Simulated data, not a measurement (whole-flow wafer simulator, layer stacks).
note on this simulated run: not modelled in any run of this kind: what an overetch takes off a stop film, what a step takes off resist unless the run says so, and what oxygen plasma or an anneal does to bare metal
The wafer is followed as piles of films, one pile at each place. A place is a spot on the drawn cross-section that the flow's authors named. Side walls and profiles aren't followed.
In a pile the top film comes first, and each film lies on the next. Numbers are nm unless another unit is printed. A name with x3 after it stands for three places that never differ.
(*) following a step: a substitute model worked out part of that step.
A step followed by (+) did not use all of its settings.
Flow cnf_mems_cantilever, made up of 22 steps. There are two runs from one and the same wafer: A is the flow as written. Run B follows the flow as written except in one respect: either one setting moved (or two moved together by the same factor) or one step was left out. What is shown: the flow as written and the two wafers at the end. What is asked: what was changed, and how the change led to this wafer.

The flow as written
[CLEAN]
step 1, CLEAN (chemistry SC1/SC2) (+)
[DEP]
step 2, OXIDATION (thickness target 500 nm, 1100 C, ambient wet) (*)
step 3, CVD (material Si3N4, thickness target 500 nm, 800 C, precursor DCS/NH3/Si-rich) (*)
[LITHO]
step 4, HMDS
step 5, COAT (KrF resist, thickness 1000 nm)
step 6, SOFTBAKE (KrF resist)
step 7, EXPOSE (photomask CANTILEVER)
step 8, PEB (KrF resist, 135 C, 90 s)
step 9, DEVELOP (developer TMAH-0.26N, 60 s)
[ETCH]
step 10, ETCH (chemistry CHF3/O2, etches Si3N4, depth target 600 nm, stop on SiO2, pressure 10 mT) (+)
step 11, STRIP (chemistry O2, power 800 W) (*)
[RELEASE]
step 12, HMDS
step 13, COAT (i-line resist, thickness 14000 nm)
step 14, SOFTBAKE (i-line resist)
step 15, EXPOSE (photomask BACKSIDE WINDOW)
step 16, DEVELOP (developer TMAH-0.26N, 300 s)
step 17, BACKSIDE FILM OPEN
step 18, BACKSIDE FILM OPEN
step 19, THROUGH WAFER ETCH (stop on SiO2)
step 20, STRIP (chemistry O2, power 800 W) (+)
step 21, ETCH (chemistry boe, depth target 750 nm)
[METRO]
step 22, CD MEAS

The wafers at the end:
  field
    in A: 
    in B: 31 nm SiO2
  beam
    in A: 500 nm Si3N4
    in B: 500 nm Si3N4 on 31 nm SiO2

What caused this: step 21, ETCH: depth target 469 nm was run, whereas the flow has depth target 750 nm.

Step by step, how the change led to this:
  step 21, ETCH (chemistry boe, depth target 750 nm)
      field: A -500 SiO2 (all of it) | B -469 SiO2
      beam: A under 1 film: -500 SiO2 (all of it) | B under 1 film: -469 SiO2
